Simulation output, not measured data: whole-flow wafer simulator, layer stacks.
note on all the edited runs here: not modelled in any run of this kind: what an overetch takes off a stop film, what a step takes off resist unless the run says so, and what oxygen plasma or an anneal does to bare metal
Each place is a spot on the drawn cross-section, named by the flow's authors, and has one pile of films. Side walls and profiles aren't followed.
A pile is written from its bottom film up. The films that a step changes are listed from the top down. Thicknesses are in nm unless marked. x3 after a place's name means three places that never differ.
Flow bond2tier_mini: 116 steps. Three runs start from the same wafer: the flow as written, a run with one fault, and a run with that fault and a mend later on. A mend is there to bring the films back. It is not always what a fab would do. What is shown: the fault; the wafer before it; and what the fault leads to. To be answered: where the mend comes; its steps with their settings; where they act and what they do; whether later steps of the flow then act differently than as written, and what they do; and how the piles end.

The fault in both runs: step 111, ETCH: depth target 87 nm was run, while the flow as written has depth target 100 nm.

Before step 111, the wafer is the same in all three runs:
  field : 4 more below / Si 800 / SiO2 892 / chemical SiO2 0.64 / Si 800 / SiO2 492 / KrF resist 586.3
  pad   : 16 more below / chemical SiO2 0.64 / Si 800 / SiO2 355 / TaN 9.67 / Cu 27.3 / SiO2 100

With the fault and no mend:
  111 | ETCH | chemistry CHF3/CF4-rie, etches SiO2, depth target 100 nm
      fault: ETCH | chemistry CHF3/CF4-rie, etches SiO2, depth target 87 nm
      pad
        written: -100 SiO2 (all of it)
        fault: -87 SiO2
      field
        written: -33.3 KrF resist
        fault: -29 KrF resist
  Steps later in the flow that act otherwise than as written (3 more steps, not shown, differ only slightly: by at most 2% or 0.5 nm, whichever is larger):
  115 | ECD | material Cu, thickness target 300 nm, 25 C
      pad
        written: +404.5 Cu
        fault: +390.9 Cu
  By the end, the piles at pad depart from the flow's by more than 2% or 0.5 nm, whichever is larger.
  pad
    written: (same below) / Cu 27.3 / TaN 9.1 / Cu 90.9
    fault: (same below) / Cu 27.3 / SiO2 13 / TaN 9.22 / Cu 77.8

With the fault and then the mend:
  The mend stands after step 111.
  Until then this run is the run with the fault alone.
  111a | ETCH | chemistry CHF3/CF4-rie, etches SiO2, depth target 13 nm (a further turn of the flow's step 111, with different settings)
      field
        -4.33 KrF resist
      pad
        -13 SiO2 (all of it)
  Later steps of the flow that are run all act as written at every place that is followed.
  The piles end the same as the flow's at every place that both follow.
